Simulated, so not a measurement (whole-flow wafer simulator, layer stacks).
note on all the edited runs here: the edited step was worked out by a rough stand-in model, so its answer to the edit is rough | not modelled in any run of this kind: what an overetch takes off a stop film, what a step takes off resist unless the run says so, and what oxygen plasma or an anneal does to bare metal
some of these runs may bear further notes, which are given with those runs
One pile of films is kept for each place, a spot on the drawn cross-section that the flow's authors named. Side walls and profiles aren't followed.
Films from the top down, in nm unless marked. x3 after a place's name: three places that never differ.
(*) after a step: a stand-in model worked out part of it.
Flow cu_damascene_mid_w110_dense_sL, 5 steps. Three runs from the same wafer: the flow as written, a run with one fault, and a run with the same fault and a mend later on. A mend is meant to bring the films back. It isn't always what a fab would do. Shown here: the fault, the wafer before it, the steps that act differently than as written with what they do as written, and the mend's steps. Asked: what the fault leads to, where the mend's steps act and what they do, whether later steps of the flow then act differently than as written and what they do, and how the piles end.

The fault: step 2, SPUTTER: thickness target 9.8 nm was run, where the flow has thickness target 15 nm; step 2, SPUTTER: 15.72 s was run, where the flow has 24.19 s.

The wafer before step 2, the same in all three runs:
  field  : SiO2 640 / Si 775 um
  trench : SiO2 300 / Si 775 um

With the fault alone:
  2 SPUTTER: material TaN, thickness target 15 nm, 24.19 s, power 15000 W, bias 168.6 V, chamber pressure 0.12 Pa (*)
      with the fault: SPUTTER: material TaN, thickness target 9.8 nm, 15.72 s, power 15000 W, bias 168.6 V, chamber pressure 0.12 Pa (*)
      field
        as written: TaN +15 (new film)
        with the fault: TaN +9.8 (new film)
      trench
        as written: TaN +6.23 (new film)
        with the fault: TaN +4.07 (new film)
  No later step of the flow acts differently than as written, at any place that is followed, by more than 2% or 0.5 nm, whichever is larger.
  At the end the piles differ from the flow's by more than 2% or 0.5 nm, whichever is larger, at field, trench.
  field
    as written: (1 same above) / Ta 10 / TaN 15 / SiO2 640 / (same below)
    with the fault: (1 same above) / Ta 10 / TaN 9.8 / SiO2 640 / (same below)
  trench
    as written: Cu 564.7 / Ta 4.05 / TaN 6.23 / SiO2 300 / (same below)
    with the fault: Cu 561.6 / Ta 4.12 / TaN 4.07 / SiO2 300 / (same below)

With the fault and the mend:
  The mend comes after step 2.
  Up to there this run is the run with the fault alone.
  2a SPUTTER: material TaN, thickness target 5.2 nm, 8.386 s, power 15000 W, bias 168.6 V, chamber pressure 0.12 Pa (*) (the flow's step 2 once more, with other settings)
      field
        TaN +5.2
      trench
        TaN +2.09
  No later step of the flow acts differently than as written, at any place that is followed, by more than 2% or 0.5 nm, whichever is larger.
  At the end the piles differ from the flow's only slightly at the places that both follow, by at most 2% or 0.5 nm, whichever is larger.
